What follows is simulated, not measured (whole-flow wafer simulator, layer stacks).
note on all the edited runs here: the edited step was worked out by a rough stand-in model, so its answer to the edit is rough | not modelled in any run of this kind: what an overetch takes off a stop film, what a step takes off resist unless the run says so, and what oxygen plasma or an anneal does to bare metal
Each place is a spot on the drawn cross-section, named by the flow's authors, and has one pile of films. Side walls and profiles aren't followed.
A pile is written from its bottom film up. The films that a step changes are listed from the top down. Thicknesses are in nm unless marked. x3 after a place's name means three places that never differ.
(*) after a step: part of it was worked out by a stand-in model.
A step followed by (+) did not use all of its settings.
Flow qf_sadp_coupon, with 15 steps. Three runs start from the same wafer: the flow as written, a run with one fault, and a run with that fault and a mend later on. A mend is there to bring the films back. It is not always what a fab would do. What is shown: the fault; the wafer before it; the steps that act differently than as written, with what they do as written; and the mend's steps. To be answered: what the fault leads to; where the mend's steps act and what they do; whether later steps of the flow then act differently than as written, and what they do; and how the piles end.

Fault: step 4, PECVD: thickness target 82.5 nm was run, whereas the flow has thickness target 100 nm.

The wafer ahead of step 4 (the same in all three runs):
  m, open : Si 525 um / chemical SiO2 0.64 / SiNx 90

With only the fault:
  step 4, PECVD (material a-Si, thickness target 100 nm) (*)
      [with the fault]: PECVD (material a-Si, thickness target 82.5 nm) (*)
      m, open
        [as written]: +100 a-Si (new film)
        [with the fault]: +82.5 a-Si (new film)
  Steps later in the flow that act otherwise than as written:
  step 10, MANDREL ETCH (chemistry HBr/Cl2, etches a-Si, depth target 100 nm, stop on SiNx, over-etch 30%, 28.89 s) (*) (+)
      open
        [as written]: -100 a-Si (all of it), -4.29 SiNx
        [with the fault]: -82.5 a-Si (all of it), -6.79 SiNx
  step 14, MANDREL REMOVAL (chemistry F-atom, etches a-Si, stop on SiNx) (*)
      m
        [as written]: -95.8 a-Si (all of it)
        [with the fault]: -78.3 a-Si (all of it)
  The piles end different from the flow's at open by more than 2% or 0.5 nm, whichever is larger.
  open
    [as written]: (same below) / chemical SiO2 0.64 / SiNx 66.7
    [with the fault]: (same below) / chemical SiO2 0.64 / SiNx 64.2

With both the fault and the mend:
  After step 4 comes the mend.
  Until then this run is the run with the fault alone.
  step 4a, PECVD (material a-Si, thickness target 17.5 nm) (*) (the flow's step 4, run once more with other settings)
      m, open
        +17.5 a-Si
  Later steps of the flow that are run all act as written at every place that is followed.
  The piles end the same as the flow's at every place that both follow.
